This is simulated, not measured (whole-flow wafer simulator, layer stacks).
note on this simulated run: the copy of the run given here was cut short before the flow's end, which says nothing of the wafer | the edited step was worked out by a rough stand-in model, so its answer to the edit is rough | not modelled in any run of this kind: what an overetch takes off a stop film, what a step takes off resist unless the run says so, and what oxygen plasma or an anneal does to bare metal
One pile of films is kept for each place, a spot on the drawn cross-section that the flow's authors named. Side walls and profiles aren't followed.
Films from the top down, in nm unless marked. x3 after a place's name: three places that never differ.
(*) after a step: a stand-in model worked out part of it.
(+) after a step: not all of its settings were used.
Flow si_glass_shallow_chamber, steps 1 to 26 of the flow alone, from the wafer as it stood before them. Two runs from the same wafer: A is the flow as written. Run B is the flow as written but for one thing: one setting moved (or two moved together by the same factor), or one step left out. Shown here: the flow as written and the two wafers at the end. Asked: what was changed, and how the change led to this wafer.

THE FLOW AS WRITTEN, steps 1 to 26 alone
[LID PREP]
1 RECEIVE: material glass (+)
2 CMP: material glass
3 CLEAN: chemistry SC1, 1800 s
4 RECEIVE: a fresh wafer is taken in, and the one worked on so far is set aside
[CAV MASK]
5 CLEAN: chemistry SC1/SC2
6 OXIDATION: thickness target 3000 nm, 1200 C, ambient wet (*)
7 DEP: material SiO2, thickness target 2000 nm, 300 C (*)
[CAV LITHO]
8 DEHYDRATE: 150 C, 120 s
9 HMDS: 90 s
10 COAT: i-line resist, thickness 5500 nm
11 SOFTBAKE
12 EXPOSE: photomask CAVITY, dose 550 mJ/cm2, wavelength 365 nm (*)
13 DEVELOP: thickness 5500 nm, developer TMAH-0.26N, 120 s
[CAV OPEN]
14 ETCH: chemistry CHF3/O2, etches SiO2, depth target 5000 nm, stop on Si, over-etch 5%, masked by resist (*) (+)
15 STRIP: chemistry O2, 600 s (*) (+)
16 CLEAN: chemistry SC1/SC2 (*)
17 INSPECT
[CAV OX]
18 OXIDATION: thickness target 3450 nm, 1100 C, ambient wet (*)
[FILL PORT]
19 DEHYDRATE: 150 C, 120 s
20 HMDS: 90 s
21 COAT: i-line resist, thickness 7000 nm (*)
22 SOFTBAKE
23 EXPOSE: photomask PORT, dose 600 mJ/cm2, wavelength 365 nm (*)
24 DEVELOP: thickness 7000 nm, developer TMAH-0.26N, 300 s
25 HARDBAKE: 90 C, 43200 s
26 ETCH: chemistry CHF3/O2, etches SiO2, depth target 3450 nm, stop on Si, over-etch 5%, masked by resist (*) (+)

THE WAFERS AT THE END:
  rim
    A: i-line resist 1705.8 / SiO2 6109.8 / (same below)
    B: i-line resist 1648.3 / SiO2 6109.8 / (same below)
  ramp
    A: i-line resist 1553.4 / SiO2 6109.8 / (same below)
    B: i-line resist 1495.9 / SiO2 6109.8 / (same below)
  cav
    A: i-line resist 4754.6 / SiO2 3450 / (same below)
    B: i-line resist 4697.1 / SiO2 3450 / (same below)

The cause: step 26, ETCH: over-etch 7% was run, where the flow has over-etch 5%.

How the change led to this, step by step:
  26 ETCH: chemistry CHF3/O2, etches SiO2, depth target 3450 nm, stop on Si, over-etch 5%, masked by resist (*) (+)
      port: A SiO2 -3450 (all of it), Si -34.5 | B SiO2 -3450 (all of it), Si -48.3
